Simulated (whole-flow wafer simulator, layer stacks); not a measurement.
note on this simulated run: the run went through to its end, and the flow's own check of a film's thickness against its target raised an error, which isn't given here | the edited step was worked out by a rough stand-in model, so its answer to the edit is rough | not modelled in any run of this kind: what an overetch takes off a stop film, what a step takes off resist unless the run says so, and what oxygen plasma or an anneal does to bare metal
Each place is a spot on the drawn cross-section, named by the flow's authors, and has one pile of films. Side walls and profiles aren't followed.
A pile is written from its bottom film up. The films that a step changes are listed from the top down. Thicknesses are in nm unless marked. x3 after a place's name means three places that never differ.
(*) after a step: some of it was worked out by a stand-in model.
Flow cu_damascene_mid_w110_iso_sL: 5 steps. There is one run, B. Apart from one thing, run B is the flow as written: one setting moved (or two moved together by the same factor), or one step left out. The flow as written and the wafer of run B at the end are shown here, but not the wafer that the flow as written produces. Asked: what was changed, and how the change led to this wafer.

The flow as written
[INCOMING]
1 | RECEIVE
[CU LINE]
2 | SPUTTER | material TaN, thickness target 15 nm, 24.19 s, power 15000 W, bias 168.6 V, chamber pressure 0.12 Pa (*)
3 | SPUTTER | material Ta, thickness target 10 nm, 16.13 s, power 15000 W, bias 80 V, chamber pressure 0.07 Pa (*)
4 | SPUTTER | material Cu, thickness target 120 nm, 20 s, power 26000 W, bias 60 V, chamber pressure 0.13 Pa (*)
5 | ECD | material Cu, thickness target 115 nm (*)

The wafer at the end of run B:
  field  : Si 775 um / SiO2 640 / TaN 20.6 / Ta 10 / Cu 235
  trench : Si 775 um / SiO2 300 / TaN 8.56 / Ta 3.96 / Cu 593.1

The reason: step 2, SPUTTER: thickness target 20.6 nm was run, though the flow has thickness target 15 nm; step 2, SPUTTER: 33.26 s was run, where the flow has 24.19 s.
One can read it off the wafer: field has TaN 20.6, and step 2 as written asks for 15 nm.

How this came from the change, step by step:
  2 | SPUTTER | material TaN, thickness target 15 nm, 24.19 s, power 15000 W, bias 168.6 V, chamber pressure 0.12 Pa (*)
      field: +20.6 TaN (new film) (it would be, as written: +15 TaN (new film))
      trench: +8.56 TaN (new film) (it would be, as written: +6.23 TaN (new film))
